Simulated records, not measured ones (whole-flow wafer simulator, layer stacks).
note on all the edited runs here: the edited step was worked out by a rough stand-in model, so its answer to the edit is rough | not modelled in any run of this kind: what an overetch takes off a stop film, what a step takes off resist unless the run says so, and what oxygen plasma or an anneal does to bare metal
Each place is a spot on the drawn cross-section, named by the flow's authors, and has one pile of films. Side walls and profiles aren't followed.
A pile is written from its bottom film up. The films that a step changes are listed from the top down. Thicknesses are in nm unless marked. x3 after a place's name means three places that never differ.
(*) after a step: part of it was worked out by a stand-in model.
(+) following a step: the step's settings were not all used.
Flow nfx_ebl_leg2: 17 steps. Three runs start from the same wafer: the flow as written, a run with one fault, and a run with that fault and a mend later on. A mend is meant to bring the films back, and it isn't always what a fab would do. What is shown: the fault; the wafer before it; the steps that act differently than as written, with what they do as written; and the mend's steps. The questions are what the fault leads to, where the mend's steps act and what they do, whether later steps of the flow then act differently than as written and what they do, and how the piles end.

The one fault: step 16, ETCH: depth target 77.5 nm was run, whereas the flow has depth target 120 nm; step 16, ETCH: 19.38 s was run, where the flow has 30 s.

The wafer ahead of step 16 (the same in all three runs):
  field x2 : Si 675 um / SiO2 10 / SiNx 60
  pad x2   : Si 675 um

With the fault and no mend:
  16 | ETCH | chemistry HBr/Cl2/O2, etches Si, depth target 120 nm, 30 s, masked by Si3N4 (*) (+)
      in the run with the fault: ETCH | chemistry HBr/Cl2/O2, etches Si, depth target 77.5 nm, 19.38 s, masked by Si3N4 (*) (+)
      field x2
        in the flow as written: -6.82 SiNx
        in the run with the fault: -4.4 SiNx
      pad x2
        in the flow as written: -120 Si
        in the run with the fault: -77.5 Si
  None of the later steps of the flow acts differently than as written at any place that is followed.
  At field x2, the piles at the end differ from the flow's by more than 2% or 0.5 nm, whichever is larger.
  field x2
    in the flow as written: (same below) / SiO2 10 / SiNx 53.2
    in the run with the fault: (same below) / SiO2 10 / SiNx 55.6

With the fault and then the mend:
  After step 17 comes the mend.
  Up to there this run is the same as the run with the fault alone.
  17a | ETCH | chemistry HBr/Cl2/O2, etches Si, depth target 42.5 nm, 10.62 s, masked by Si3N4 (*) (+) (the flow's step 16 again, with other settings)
      field x2
        -2.41 SiNx
      pad x2
        -42.5 Si
  None of the later steps of the flow acts differently than as written at any place that is followed.
  By the end, the piles equal the flow's at every place that both follow.
